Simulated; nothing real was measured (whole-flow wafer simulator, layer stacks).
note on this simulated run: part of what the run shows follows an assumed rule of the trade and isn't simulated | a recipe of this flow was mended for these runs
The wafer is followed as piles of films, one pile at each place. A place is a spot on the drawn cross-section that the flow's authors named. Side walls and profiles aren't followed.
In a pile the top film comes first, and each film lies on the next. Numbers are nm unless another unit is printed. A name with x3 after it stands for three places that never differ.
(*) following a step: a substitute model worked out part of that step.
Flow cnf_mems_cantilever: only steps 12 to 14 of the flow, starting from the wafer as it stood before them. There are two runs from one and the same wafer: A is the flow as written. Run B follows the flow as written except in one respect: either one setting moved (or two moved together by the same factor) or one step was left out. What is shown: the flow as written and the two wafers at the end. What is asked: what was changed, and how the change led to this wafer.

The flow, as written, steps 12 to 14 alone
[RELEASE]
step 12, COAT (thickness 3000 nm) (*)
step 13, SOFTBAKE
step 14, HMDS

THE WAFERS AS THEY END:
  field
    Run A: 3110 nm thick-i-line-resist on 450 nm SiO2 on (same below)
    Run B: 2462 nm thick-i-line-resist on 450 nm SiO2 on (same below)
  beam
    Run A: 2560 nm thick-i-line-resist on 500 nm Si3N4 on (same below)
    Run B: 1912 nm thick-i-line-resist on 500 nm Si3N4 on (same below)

Cause: step 12, COAT: thickness 2352 nm was run, while the flow as written has thickness 3000 nm.

Step by step, how the change led to this:
  step 12, COAT (thickness 3000 nm) (*)
      field: A thick-i-line-resist gains 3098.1 (new film) | B thick-i-line-resist gains 2445.2 (new film)
      beam: A thick-i-line-resist gains 2607.6 (new film) | B thick-i-line-resist gains 1979.2 (new film)
  step 13, SOFTBAKE
      field: A thick-i-line-resist gains 11.9 | B thick-i-line-resist gains 16.8
      beam: A thick-i-line-resist loses 47.6 | B thick-i-line-resist loses 67.2
